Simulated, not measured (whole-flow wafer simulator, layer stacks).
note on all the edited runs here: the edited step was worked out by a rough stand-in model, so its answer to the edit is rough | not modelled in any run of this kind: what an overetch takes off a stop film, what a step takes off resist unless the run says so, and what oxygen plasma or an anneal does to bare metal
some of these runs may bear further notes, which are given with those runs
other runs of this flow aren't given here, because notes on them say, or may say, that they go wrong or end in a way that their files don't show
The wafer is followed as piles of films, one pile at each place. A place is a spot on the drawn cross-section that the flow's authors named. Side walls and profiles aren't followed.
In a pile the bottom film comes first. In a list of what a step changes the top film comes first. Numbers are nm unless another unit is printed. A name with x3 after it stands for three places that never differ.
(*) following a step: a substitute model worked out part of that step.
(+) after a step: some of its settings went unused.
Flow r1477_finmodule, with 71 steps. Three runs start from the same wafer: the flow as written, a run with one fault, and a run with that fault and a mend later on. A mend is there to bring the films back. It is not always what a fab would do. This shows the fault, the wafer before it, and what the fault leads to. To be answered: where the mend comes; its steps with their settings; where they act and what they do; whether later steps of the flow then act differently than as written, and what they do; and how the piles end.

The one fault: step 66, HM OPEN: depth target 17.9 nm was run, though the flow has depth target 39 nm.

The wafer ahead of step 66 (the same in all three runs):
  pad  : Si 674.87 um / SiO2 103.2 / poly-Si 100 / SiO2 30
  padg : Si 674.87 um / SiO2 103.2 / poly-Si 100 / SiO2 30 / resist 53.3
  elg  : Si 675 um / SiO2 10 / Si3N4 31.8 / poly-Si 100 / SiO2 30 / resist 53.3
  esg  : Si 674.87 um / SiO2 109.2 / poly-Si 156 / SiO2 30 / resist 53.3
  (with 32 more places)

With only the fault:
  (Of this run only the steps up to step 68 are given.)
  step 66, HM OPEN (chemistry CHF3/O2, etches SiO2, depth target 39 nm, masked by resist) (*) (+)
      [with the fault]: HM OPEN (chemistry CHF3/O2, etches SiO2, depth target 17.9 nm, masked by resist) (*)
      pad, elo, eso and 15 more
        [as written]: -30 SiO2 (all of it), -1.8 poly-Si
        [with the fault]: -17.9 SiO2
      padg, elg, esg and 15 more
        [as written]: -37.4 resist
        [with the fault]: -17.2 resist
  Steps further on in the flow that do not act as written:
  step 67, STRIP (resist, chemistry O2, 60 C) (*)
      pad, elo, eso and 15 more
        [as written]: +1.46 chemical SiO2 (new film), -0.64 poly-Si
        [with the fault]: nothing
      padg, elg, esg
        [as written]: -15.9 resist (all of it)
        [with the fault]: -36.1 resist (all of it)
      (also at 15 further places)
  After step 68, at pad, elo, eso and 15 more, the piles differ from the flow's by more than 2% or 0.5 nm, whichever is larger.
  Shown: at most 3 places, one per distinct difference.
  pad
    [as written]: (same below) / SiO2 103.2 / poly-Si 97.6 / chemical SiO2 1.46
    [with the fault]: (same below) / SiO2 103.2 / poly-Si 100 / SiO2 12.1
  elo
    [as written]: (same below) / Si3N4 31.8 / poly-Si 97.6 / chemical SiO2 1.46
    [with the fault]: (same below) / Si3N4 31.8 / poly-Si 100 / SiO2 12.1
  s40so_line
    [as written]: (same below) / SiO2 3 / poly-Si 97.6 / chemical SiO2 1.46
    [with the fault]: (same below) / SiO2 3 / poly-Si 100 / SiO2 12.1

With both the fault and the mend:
  The mend stands after step 67.
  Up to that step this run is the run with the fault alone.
  step 67a, DEHYDRATE (150 C, 120 s) (the flow's step 59, run once more)
      leaves every film unchanged at each place that is followed
  step 67b, COAT (resist, thickness 70 nm) (*) (the flow's step 60, run once more)
      e40lg, e100lg, e200lg, elo, e40lo, e100lo, e200lo
        +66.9 resist (new film)
      s40sg, s45sg, s40so, s45so
        +91 resist (new film)
      s40sg_line, s45sg_line, s40so_line, s45so_line
        +68.5 resist (new film)
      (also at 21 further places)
  step 67c, SOFTBAKE (180 C, 180 s) (*) (the flow's step 61, run once more)
      leaves every film unchanged at each place that is followed
  step 67d, EXPOSE (resist, photomask GATE) (the flow's step 62, run once more)
      leaves every film unchanged at each place that is followed
  step 67e, DEVELOP (*) (the flow's step 63, run once more)
      elo, e40lo, e100lo, e200lo
        -66.9 resist (all of it)
      eso, e40so
        -129.5 resist (all of it)
      s40so, s45so
        -91 resist (all of it)
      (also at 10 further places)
  step 67f, DESCUM (chemistry O2, 20 C, 10 s) (*) (the flow's step 65, run once more)
      padg, elg, esg and 15 more
        -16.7 resist
  step 67g, HM OPEN (chemistry CHF3/O2, etches SiO2, depth target 21.1 nm, masked by resist) (*) (+) (the flow's step 66, run once more with other settings)
      pad, elo, eso and 15 more
        -12.1 SiO2 (all of it), -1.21 poly-Si
      padg, elg, esg and 15 more
        -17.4 resist
  step 67h, STRIP (resist, chemistry O2, 60 C) (*) (the flow's step 67, run once more)
      pad, elo, eso and 15 more
        +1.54 chemical SiO2 (new film), -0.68 poly-Si
      elg, esg
        -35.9 resist (all of it)
      e40lg, e100lg
        -32.7 resist (all of it)
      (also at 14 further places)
  Every later step of the flow that is run acts as written, at every place that is followed, to within 2% or 0.5 nm, whichever is larger.
  The piles end only slightly different from the flow's at the places that both follow, by no more than 2% or 0.5 nm, whichever is larger.
